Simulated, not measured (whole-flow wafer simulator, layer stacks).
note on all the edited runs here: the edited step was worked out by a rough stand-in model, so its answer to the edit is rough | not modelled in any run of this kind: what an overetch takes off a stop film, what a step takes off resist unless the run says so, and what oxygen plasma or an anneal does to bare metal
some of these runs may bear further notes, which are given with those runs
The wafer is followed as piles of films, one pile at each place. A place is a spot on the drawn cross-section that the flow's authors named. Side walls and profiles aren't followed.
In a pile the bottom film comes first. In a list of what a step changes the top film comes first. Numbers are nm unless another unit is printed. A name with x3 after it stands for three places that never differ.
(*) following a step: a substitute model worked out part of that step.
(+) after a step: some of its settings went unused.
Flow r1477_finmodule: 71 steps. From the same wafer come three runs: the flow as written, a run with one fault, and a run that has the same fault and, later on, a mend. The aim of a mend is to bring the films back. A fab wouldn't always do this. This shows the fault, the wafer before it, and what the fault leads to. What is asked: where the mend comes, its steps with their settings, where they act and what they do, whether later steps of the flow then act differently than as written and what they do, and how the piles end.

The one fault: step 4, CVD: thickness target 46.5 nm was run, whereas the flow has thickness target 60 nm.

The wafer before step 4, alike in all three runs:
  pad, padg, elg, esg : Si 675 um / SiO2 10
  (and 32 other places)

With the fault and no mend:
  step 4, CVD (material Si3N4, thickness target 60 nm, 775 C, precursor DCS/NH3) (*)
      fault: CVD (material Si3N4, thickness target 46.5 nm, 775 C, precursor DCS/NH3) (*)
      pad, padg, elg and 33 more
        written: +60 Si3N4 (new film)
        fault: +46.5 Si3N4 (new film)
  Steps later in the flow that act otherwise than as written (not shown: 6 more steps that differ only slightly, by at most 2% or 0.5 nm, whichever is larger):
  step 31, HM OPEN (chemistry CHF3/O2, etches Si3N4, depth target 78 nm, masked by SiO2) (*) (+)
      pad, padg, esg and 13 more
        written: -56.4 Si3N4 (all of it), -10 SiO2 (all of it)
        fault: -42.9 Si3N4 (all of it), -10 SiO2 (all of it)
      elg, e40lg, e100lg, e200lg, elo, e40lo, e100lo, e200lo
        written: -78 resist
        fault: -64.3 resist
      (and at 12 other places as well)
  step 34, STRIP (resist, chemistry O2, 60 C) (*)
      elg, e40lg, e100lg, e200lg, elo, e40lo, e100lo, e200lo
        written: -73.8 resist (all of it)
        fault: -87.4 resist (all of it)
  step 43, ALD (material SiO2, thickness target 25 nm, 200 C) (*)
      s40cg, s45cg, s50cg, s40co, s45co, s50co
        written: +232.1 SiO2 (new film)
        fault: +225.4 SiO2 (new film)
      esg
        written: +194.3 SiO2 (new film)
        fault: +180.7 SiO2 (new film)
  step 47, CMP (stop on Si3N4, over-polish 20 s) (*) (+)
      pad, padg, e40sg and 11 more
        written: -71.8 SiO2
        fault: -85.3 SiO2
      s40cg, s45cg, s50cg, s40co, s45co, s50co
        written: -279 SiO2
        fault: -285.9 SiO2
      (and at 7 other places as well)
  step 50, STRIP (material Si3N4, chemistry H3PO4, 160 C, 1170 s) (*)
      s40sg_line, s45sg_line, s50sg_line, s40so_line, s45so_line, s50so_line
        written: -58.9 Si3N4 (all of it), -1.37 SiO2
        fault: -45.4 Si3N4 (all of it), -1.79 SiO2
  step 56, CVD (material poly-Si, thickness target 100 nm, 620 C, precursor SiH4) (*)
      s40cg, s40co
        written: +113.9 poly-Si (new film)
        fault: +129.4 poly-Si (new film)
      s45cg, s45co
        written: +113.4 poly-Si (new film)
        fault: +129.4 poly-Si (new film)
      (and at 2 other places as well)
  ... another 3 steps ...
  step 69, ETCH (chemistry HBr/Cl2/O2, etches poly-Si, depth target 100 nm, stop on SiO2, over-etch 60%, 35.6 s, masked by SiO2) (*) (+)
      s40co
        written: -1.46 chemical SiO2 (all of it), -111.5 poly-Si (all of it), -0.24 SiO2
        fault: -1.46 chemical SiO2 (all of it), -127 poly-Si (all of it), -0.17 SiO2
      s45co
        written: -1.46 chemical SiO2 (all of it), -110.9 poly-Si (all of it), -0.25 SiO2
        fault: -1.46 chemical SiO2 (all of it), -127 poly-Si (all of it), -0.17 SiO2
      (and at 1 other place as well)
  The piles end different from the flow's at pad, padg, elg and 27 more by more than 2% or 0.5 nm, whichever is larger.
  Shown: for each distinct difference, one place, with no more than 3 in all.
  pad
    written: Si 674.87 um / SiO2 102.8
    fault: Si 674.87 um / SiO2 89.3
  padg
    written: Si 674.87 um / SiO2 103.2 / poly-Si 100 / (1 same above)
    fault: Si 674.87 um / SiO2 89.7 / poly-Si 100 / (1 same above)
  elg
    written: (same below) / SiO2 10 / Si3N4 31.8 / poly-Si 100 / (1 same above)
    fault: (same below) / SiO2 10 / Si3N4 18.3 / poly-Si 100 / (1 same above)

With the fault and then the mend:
  The mend stands after step 5.
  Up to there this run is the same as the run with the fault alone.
  step 5a, CVD (material Si3N4, thickness target 13.5 nm, 775 C, precursor DCS/NH3) (*) (a further turn of the flow's step 4, with different settings)
      pad, padg, elg and 33 more
        +13.5 Si3N4
  Every later step of the flow that is run acts as written at every place that is followed.
  The piles end the same as the flow's at every place that both follow.
